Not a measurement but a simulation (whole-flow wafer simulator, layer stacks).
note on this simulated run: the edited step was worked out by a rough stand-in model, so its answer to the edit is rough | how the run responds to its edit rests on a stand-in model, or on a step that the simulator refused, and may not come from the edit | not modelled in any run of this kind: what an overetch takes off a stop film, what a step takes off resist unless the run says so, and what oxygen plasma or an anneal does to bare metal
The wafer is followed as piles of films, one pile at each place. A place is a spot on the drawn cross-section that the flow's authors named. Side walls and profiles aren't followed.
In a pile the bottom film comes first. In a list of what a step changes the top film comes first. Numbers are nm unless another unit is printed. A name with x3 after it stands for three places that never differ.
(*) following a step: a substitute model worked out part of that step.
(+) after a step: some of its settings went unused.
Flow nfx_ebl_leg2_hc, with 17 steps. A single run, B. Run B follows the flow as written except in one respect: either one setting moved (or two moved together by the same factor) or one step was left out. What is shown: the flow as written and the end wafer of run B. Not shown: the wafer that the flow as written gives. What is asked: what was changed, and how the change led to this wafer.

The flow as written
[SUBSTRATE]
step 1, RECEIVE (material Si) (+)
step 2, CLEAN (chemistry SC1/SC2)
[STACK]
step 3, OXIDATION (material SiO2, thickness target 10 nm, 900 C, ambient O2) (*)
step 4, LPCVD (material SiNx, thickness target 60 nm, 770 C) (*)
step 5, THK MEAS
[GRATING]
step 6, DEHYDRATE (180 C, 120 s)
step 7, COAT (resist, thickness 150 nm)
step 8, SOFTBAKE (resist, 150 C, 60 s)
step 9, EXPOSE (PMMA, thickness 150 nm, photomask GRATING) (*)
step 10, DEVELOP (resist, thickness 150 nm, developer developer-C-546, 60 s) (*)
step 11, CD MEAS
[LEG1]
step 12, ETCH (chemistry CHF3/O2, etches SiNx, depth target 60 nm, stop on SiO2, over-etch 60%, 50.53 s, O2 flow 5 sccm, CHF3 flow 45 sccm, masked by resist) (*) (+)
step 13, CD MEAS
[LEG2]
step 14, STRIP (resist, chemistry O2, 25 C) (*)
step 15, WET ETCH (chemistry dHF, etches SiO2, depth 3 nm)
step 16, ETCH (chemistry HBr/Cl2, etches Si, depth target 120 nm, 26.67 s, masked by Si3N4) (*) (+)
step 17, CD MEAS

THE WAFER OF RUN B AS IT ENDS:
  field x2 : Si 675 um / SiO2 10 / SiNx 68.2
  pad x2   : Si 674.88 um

What caused this: step 4, LPCVD: thickness target 79.6 nm was run, though the flow has thickness target 60 nm.

The path from the change to this, step by step:
  step 4, LPCVD (material SiNx, thickness target 60 nm, 770 C) (*)
      field x2, pad x2: SiNx gains 79.6 (new film) (in the flow as written it would be: SiNx gains 60 (new film))
  step 12, ETCH (chemistry CHF3/O2, etches SiNx, depth target 60 nm, stop on SiO2, over-etch 60%, 50.53 s, O2 flow 5 sccm, CHF3 flow 45 sccm, masked by resist) (*) (+)
      pad x2: SiNx loses 79.6 (all of it), SiO2 loses 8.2 (in the flow as written it would be: SiNx loses 60 (all of it), SiO2 loses 10 (all of it))
  step 14, STRIP (resist, chemistry O2, 25 C) (*)
      pad x2: nothing (in the flow as written it would be: chemical SiO2 gains 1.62 (new film), Si loses 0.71)
  step 15, WET ETCH (chemistry dHF, etches SiO2, depth 3 nm)
      pad x2: SiO2 loses 1.8 (all of it) (in the flow as written it would be: chemical SiO2 loses 1.62 (all of it))
